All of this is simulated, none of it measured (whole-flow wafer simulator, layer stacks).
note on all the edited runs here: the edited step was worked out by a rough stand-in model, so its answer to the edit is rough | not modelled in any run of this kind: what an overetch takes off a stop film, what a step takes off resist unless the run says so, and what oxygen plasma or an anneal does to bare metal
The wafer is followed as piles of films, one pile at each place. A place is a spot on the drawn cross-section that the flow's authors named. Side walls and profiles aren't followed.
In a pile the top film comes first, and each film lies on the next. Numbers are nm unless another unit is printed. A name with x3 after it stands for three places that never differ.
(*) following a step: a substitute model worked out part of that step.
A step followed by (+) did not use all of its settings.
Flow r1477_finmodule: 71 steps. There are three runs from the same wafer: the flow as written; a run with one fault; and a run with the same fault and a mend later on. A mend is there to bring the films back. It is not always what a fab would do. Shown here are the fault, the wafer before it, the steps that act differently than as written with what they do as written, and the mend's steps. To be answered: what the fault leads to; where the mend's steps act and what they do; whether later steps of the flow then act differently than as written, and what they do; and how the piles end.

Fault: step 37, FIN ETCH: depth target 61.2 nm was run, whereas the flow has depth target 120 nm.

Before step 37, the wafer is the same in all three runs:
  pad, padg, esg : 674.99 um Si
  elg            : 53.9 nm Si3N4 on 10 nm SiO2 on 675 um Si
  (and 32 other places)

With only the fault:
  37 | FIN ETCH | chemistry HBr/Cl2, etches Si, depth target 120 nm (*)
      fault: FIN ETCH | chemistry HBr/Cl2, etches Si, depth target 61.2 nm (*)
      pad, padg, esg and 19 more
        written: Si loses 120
        fault: Si loses 61.2
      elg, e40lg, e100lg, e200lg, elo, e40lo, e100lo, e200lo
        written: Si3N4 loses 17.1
        fault: Si3N4 loses 8.74
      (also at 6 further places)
  Steps later in the flow that act otherwise than as written (not shown: 3 more steps that differ only slightly, by at most 2% or 0.5 nm, whichever is larger):
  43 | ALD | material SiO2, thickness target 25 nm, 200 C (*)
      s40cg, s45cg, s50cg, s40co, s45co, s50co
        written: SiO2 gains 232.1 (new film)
        fault: SiO2 gains 177.8 (new film)
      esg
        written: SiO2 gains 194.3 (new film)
        fault: SiO2 gains 143.9 (new film)
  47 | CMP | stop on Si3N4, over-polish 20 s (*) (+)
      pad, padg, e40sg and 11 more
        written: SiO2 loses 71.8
        fault: SiO2 loses 130.6
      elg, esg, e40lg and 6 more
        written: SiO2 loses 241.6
        fault: SiO2 loses 250
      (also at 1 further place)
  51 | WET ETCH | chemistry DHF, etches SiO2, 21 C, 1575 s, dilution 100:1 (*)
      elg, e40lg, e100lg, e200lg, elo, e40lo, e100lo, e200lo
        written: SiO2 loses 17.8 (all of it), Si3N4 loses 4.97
        fault: SiO2 loses 9.45 (all of it), Si3N4 loses 5.65
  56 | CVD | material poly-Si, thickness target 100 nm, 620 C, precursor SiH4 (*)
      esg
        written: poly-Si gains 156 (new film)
        fault: poly-Si gains 163.6 (new film)
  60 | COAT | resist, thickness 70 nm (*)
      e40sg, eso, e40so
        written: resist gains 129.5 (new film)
        fault: resist gains 136.7 (new film)
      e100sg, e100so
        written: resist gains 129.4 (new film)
        fault: resist gains 136.6 (new film)
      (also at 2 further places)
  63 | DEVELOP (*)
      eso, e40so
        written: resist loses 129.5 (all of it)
        fault: resist loses 136.7 (all of it)
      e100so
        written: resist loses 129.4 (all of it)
        fault: resist loses 136.6 (all of it)
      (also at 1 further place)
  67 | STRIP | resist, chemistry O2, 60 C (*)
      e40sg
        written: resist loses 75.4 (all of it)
        fault: resist loses 82.6 (all of it)
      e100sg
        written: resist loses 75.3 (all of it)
        fault: resist loses 82.5 (all of it)
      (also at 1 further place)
  By the end, the piles at pad, padg, elg and 27 more depart from the flow's by more than 2% or 0.5 nm, whichever is larger.
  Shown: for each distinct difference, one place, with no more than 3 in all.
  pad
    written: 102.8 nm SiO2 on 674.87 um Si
    fault: 44.2 nm SiO2 on 674.93 um Si
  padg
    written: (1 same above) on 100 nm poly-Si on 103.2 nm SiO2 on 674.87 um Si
    fault: (1 same above) on 100 nm poly-Si on 44.6 nm SiO2 on 674.93 um Si
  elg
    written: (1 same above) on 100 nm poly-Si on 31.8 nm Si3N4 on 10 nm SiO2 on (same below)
    fault: (1 same above) on 100 nm poly-Si on 39.5 nm Si3N4 on 10 nm SiO2 on (same below)

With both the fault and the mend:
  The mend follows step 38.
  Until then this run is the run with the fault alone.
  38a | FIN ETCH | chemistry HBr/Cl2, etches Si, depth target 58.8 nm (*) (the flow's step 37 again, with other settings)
      pad, padg, esg and 19 more
        Si loses 58.8
      elg, e40lg, e100lg, e200lg, elo, e40lo, e100lo, e200lo
        Si3N4 loses 8.4
      s40sg_line, s45sg_line, s50sg_line, s40so_line, s45so_line, s50so_line
        SiO2 loses 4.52
  Every later step of the flow that is run acts as written at every place that is followed.
  By the end, the piles equal the flow's at every place that both follow.
